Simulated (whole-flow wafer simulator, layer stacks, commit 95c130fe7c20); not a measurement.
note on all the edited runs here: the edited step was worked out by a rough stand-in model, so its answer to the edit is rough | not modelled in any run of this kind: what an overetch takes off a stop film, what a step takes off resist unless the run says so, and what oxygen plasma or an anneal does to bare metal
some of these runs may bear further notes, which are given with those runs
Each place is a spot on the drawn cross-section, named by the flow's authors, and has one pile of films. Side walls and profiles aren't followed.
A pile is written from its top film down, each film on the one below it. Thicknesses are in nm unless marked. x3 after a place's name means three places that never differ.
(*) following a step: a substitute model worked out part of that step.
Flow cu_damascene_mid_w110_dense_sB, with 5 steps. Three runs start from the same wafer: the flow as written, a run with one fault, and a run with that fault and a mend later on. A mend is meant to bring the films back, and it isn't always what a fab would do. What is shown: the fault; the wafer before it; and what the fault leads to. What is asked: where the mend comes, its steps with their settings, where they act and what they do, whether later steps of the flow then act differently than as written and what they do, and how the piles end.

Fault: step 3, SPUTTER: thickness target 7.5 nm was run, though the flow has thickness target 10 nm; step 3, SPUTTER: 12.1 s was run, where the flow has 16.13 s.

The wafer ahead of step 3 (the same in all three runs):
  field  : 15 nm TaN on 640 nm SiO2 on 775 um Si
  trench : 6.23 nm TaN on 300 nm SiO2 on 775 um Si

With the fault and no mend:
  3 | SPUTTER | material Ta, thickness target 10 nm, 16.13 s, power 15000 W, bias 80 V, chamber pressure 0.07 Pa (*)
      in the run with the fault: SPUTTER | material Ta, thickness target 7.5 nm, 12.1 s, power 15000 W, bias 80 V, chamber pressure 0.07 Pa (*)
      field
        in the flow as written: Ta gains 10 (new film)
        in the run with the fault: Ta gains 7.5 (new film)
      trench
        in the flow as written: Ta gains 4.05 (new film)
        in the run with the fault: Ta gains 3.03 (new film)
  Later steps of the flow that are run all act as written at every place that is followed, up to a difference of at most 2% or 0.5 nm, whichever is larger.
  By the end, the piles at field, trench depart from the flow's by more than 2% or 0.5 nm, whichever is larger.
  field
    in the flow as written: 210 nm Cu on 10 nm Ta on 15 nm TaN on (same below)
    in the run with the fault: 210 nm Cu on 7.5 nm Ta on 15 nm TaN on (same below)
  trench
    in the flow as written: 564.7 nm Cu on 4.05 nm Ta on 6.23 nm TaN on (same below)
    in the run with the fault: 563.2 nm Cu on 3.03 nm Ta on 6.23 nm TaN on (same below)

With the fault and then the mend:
  The mend follows step 3.
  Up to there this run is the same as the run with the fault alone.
  3a | SPUTTER | material Ta, thickness target 2.5 nm, 4.032 s, power 15000 W, bias 80 V, chamber pressure 0.07 Pa (*) (a further turn of the flow's step 3, with different settings)
      field
        Ta gains 2.5
      trench
        Ta gains 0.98
  Later steps of the flow that are run all act as written at every place that is followed.
  When the end is reached, the piles differ only a little from the flow's at the places that both follow, at most by 2% or 0.5 nm, whichever is larger.
